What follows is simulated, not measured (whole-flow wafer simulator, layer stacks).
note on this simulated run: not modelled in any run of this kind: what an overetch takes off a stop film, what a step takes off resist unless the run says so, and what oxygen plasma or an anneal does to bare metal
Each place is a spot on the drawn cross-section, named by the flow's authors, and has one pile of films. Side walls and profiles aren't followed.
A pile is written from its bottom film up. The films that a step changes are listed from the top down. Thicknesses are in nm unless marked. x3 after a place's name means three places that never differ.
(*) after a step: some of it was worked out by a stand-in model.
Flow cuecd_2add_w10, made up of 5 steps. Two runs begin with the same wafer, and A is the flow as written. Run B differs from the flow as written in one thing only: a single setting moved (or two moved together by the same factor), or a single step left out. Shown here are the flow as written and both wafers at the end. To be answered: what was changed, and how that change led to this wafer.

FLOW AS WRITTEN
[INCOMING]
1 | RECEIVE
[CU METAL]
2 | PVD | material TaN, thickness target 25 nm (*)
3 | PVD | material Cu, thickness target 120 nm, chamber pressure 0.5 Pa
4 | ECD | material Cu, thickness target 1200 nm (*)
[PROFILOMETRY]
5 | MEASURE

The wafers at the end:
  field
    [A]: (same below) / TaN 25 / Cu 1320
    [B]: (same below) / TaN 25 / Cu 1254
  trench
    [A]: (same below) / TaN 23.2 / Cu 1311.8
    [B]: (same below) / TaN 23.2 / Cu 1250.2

Cause: step 3, PVD: thickness target 54 nm was run, while the flow as written has thickness target 120 nm.

The path from the change to this, step by step:
  3 | PVD | material Cu, thickness target 120 nm, chamber pressure 0.5 Pa
      field: A +120 Cu (new film) | B +54 Cu (new film)
      trench: A +111.8 Cu (new film) | B +50.2 Cu (new film)
